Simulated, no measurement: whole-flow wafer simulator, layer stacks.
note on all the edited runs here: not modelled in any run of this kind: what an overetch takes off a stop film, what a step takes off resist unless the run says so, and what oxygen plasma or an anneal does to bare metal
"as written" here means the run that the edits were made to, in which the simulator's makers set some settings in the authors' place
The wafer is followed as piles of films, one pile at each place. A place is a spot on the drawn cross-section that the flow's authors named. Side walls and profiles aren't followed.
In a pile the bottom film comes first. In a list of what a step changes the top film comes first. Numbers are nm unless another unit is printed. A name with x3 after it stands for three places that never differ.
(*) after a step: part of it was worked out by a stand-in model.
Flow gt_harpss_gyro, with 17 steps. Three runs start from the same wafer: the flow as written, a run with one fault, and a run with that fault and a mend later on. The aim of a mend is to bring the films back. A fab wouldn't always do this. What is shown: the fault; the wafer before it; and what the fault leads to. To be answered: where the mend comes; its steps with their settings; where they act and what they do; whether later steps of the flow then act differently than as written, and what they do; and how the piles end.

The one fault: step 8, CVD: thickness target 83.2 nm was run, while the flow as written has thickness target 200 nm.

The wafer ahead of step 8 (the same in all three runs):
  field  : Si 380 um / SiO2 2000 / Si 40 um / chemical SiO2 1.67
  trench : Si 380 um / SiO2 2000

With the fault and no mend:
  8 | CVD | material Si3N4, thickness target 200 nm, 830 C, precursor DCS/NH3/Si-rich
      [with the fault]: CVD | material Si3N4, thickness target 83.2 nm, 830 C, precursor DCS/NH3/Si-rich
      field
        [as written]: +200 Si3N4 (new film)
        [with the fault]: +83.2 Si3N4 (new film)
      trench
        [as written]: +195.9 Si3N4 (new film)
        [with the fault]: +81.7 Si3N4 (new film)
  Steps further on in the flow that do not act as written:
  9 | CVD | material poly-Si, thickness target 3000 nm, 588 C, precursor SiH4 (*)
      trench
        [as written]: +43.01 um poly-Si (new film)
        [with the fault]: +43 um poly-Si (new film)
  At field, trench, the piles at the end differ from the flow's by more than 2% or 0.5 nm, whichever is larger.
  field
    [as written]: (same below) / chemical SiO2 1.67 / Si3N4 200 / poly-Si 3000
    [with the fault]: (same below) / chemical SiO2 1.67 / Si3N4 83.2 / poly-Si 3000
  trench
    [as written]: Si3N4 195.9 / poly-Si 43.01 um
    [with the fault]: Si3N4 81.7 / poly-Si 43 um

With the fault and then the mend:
  The mend follows step 8.
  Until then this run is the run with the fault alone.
  8a | ETCH | chemistry h3po4, depth target 95.77 nm
      field
        -83.2 Si3N4 (all of it)
      trench
        -81.7 Si3N4 (all of it)
  8b | CLEAN | chemistry SPM (a further turn of the flow's step 1)
      alters no film at any place that is followed
  8c | CVD | material Si3N4, thickness target 200 nm, 830 C, precursor DCS/NH3/Si-rich (a further turn of the flow's step 8)
      field
        +200 Si3N4 (new film)
      trench
        +195.9 Si3N4 (new film)
  Later steps of the flow that are run all act as written at every place that is followed.
  The piles end the same as the flow's at every place that both follow.
